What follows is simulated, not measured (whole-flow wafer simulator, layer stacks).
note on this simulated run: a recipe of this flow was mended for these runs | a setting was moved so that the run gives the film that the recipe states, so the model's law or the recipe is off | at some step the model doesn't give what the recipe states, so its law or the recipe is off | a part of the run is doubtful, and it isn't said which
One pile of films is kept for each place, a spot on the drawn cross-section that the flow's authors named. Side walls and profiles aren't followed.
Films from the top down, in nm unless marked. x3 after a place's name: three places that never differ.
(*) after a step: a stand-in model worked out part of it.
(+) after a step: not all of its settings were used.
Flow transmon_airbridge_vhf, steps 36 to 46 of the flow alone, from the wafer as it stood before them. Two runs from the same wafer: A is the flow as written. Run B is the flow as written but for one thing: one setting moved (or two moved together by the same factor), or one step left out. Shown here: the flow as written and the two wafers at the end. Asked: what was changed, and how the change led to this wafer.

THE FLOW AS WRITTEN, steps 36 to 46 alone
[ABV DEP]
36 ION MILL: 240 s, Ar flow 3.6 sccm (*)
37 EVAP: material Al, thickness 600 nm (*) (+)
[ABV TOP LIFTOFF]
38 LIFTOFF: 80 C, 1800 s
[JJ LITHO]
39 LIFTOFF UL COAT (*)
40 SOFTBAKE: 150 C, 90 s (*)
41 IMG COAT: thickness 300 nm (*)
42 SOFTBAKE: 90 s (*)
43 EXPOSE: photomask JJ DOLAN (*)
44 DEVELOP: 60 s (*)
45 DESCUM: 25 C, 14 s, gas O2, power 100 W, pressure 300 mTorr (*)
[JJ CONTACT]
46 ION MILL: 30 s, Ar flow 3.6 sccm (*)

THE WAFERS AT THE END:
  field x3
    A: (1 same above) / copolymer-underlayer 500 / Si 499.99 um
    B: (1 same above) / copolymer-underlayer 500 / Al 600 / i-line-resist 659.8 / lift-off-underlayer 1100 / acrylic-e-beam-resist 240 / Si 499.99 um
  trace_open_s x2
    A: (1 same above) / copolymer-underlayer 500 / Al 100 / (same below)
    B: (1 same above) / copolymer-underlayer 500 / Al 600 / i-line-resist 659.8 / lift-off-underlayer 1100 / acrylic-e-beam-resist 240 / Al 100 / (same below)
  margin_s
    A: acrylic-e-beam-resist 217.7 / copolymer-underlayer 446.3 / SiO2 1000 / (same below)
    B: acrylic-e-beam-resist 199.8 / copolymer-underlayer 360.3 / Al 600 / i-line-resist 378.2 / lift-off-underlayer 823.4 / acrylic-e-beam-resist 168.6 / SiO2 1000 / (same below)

The cause: step 38, LIFTOFF: 80 C, 1800 s, was left out.

How the change led to this, step by step:
  39 LIFTOFF UL COAT (*)
      pad_w x2: A copolymer-underlayer +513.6 (new film) | B copolymer-underlayer +783.7 (new film)
      flank_w x2: A copolymer-underlayer +308 (new film) | B copolymer-underlayer +329.3 (new film)
      (and at 6 more places)
  41 IMG COAT: thickness 300 nm (*)
      pad_w x2: A acrylic-e-beam-resist +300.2 (new film) | B acrylic-e-beam-resist +469.2 (new film)
      flank_w x2: A acrylic-e-beam-resist +217.1 (new film) | B acrylic-e-beam-resist +287.4 (new film)
      (and at 6 more places)
  46 ION MILL: 30 s, Ar flow 3.6 sccm (*)
      jj_line: A Si -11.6 | B Al -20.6
Counting metal films that touch as one body, field x3 has 1 body; the flow as written gives 0 bodies.
Counting metal films that touch as one body, trace_open_s x2 has 2 bodies (between them, from the top down: i-line-resist 659.8 / lift-off-underlayer 1100 / acrylic-e-beam-resist 240); the flow as written gives 1 body.
Counting metal films that touch as one body, margin_s has 2 bodies (between them, from the top down: i-line-resist 378.2 / lift-off-underlayer 823.4 / acrylic-e-beam-resist 168.6 / SiO2 1000); the flow as written gives 1 body.
